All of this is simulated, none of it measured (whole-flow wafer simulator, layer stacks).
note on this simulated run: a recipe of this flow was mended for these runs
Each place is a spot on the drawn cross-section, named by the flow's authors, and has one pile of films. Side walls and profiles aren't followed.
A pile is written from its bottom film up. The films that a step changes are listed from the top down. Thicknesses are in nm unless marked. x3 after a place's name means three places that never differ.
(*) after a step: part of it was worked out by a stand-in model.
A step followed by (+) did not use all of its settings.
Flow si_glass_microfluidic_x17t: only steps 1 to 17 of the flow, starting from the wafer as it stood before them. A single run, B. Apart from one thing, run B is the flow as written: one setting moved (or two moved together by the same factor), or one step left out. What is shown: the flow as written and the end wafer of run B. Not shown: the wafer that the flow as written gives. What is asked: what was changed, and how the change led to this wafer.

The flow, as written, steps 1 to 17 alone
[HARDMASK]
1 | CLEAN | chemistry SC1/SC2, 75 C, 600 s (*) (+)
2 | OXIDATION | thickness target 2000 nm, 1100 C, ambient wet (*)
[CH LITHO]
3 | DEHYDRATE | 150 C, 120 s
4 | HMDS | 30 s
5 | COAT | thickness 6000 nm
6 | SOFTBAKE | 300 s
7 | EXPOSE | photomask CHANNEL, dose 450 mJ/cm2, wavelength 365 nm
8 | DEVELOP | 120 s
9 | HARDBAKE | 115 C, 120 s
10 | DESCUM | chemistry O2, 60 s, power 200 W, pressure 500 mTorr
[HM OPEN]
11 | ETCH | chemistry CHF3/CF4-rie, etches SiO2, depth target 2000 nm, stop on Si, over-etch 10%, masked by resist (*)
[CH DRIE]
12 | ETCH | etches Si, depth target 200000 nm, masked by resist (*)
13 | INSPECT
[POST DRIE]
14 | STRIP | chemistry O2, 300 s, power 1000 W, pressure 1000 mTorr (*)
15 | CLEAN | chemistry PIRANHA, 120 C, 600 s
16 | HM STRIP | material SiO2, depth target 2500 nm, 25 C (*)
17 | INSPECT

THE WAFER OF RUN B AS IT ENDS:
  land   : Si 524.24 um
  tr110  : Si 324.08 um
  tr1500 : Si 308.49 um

What caused this: step 2, OXIDATION: thickness target 1712 nm was run, whereas the flow has thickness target 2000 nm.

The path from the change to this, step by step:
  2 | OXIDATION | thickness target 2000 nm, 1100 C, ambient wet (*)
      land, tr110, tr1500, tr15: +1712 SiO2 (new film), -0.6 chemical SiO2 (all of it), -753 Si (as written it would have been: +2000 SiO2 (new film), -0.6 chemical SiO2 (all of it), -879.7 Si)
  11 | ETCH | chemistry CHF3/CF4-rie, etches SiO2, depth target 2000 nm, stop on Si, over-etch 10%, masked by resist (*)
      tr110, tr1500, tr15: -1712 SiO2 (all of it), -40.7 Si (as written it would have been: -2000 SiO2 (all of it), -16.7 Si)
      land: -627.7 thick-i-line-resist (as written it would have been: -733.3 thick-i-line-resist)
  12 | ETCH | etches Si, depth target 200000 nm, masked by resist (*)
      tr1500: -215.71 um Si (as written it would have been: -215.73 um Si)
      tr15: -150.05 um Si (as written it would have been: -149.99 um Si)
  14 | STRIP | chemistry O2, 300 s, power 1000 W, pressure 1000 mTorr (*)
      land: -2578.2 thick-i-line-resist (all of it) (as written it would have been: -2472.3 thick-i-line-resist (all of it))
  16 | HM STRIP | material SiO2, depth target 2500 nm, 25 C (*)
      land: -1712 SiO2 (all of it) (as written it would have been: -2000 SiO2 (all of it))
